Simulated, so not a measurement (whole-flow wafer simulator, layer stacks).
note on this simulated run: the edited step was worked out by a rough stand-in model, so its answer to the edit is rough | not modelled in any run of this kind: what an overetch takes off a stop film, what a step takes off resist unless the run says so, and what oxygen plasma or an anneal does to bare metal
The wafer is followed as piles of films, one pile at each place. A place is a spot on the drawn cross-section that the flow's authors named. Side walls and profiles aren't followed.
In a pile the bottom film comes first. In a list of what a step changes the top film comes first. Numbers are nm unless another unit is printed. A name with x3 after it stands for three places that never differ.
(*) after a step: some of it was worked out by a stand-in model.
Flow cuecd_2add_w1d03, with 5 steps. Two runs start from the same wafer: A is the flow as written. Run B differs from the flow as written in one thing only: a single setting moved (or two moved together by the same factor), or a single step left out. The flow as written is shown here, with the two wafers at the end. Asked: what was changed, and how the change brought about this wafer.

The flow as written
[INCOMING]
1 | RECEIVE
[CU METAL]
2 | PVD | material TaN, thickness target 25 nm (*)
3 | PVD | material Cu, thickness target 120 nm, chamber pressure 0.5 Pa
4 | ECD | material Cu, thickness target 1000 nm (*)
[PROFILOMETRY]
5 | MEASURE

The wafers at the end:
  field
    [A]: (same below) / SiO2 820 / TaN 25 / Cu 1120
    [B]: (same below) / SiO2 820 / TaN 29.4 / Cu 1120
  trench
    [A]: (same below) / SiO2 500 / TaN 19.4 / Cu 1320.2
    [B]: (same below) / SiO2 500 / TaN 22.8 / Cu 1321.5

What caused this: step 2, PVD: thickness target 29.4 nm was run, while the flow as written has thickness target 25 nm.
The wafer lets one read it off: field has TaN 29.4, and step 2 as written asks for 25 nm.

How this came from the change, step by step:
  2 | PVD | material TaN, thickness target 25 nm (*)
      field: A +25 TaN (new film) | B +29.4 TaN (new film)
      trench: A +19.4 TaN (new film) | B +22.8 TaN (new film)
